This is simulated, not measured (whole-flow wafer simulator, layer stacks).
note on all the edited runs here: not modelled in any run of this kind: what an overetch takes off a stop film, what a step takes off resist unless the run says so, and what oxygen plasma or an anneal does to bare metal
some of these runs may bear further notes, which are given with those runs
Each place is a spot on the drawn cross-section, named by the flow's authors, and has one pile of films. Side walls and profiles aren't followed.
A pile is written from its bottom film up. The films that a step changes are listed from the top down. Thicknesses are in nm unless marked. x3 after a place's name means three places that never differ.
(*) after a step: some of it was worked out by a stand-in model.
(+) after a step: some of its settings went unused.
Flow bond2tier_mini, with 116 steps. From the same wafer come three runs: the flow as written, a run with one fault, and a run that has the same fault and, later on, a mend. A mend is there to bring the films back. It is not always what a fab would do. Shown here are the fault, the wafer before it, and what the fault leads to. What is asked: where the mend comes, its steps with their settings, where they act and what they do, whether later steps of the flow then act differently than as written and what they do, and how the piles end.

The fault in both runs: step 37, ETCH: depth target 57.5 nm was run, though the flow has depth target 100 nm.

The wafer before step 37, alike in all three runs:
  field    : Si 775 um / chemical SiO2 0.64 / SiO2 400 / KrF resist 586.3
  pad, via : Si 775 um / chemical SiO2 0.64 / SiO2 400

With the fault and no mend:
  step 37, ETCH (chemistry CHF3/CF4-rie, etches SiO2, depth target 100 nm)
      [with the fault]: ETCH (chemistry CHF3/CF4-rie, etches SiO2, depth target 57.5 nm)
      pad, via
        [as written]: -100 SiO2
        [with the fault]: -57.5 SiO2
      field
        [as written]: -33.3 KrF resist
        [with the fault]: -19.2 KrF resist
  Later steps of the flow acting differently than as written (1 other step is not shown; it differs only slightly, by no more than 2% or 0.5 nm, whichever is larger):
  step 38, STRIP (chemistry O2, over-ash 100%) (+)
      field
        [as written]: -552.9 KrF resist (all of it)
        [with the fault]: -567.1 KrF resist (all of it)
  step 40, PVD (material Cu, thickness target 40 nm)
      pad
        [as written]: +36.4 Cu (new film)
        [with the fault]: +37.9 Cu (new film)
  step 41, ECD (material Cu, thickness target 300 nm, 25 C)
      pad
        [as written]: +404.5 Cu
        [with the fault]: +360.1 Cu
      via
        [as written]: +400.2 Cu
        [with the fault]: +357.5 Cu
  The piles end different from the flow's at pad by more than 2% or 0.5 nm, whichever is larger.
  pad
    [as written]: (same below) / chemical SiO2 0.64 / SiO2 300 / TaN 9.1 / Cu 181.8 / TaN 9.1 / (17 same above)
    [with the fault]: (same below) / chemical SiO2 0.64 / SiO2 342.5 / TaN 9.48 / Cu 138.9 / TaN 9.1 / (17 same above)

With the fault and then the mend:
  The mend stands after step 38.
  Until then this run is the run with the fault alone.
  step 38a, COAT (KrF resist, thickness 600 nm) (*) (the flow's step 32, run once more)
      field
        +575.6 KrF resist (new film)
      pad
        +625.4 KrF resist (new film)
      via
        +622.3 KrF resist (new film)
  step 38b, SOFTBAKE (KrF resist) (the flow's step 33, run once more)
      leaves every film unchanged at each place that is followed
  step 38c, EXPOSE (photomask APAD, NA 0.6) (the flow's step 34, run once more)
      leaves every film unchanged at each place that is followed
  step 38d, PEB (KrF resist) (the flow's step 35, run once more)
      leaves every film unchanged at each place that is followed
  step 38e, DEVELOP (developer TMAH-0.26N, 60 s) (the flow's step 36, run once more)
      field
        -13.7 KrF resist
      pad
        -625.4 KrF resist (all of it)
      via
        -622.3 KrF resist (all of it)
  step 38f, ETCH (chemistry CHF3/CF4-rie, etches SiO2, depth target 42.5 nm) (the flow's step 37, run once more with other settings)
      pad, via
        -42.5 SiO2
      field
        -14.2 KrF resist
  step 38g, STRIP (chemistry O2, over-ash 100%) (+) (the flow's step 38, run once more)
      field
        -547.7 KrF resist (all of it)
  Every later step of the flow that is run acts as written at every place that is followed.
  At every place that both follow, the piles at the end match the flow's.
